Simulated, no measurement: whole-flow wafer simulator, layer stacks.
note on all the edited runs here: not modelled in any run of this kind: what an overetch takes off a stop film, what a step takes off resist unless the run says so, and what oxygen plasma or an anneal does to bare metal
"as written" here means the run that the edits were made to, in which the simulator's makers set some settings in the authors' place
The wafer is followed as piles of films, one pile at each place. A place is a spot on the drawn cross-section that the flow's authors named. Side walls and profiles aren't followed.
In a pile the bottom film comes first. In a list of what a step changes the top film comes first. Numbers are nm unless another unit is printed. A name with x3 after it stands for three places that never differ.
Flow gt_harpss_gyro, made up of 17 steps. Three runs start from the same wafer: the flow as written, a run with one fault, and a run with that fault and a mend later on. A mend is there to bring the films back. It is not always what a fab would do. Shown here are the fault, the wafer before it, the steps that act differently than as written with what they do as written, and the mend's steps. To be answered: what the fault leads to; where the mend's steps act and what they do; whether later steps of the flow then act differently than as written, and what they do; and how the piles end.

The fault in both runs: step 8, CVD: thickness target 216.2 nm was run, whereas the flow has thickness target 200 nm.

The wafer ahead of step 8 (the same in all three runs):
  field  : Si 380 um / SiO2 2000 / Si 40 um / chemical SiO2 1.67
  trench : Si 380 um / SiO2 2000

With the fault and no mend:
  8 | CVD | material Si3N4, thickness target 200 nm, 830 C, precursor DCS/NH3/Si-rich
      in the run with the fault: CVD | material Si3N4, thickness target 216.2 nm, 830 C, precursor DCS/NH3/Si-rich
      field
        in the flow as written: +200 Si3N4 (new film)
        in the run with the fault: +216.2 Si3N4 (new film)
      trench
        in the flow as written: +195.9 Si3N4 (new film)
        in the run with the fault: +211.7 Si3N4 (new film)
  None of the later steps of the flow acts differently than as written at any place that is followed.
  At field, trench, the piles at the end differ from the flow's by more than 2% or 0.5 nm, whichever is larger.
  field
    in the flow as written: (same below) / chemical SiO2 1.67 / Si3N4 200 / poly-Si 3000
    in the run with the fault: (same below) / chemical SiO2 1.67 / Si3N4 216.2 / poly-Si 3000
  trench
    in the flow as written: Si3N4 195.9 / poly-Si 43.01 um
    in the run with the fault: Si3N4 211.7 / poly-Si 43.01 um

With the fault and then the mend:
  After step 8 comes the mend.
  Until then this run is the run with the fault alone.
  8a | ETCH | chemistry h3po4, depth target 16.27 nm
      field, trench
        -16.3 Si3N4
  None of the later steps of the flow acts differently than as written at any place that is followed.
  The piles end only slightly different from the flow's at the places that both follow, by no more than 2% or 0.5 nm, whichever is larger.
